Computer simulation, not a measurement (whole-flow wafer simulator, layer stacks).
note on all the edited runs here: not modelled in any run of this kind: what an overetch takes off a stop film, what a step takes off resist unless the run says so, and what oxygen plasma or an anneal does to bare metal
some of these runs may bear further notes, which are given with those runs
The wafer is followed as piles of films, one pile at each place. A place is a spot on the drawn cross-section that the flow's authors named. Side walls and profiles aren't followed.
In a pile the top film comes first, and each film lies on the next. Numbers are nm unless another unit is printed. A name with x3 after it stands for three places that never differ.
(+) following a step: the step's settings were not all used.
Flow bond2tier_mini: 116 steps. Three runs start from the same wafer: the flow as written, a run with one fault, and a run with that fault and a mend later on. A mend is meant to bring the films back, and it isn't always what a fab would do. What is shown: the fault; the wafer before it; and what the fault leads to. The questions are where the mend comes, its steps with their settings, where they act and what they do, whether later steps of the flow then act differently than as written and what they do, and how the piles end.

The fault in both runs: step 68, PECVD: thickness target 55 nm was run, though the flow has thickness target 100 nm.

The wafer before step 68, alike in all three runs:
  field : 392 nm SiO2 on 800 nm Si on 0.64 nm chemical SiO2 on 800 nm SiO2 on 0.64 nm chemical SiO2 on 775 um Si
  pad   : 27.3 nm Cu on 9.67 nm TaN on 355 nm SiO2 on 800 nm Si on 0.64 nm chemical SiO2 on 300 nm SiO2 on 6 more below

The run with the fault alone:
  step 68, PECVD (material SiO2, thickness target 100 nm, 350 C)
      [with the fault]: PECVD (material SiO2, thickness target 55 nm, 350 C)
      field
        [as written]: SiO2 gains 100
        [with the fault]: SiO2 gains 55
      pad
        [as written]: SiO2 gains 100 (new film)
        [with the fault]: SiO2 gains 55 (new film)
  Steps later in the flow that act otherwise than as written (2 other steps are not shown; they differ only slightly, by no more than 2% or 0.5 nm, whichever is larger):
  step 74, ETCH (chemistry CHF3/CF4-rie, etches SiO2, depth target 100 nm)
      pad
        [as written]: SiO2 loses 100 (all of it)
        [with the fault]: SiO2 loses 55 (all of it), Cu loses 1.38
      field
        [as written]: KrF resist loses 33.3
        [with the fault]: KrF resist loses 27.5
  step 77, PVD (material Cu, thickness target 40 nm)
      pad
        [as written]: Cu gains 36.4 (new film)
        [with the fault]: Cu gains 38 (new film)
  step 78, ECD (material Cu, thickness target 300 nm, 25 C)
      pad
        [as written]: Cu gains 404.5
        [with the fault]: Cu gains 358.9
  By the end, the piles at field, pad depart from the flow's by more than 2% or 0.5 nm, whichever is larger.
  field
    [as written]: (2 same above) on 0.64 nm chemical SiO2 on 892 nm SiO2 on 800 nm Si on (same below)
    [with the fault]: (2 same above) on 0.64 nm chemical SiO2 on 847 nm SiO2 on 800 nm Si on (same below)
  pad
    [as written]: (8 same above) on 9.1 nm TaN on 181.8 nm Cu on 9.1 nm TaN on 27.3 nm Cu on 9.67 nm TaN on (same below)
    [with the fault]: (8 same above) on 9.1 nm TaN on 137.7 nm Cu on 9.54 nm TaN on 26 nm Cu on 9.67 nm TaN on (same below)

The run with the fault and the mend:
  The mend follows step 73.
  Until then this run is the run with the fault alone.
  step 73a, STRIP (chemistry O2, over-ash 100%) (+)
      field
        KrF resist loses 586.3 (all of it)
  step 73b, PECVD (material SiO2, thickness target 45 nm, 350 C) (the flow's step 68 again, with other settings)
      field, pad
        SiO2 gains 45
  step 73c, COAT (KrF resist, thickness 600 nm) (the flow's step 69 again)
      field, pad
        KrF resist gains 600 (new film)
  step 73d, SOFTBAKE (KrF resist) (the flow's step 70 again)
      alters no film at any place that is followed
  step 73e, EXPOSE (photomask T2PAD, NA 0.6) (the flow's step 71 again)
      alters no film at any place that is followed
  step 73f, PEB (KrF resist) (the flow's step 72 again)
      alters no film at any place that is followed
  step 73g, DEVELOP (developer TMAH-0.26N, 60 s) (the flow's step 73 again)
      field
        KrF resist loses 13.7
      pad
        KrF resist loses 600 (all of it)
  None of the later steps of the flow acts differently than as written at any place that is followed.
  The piles end the same as the flow's at every place that both follow.
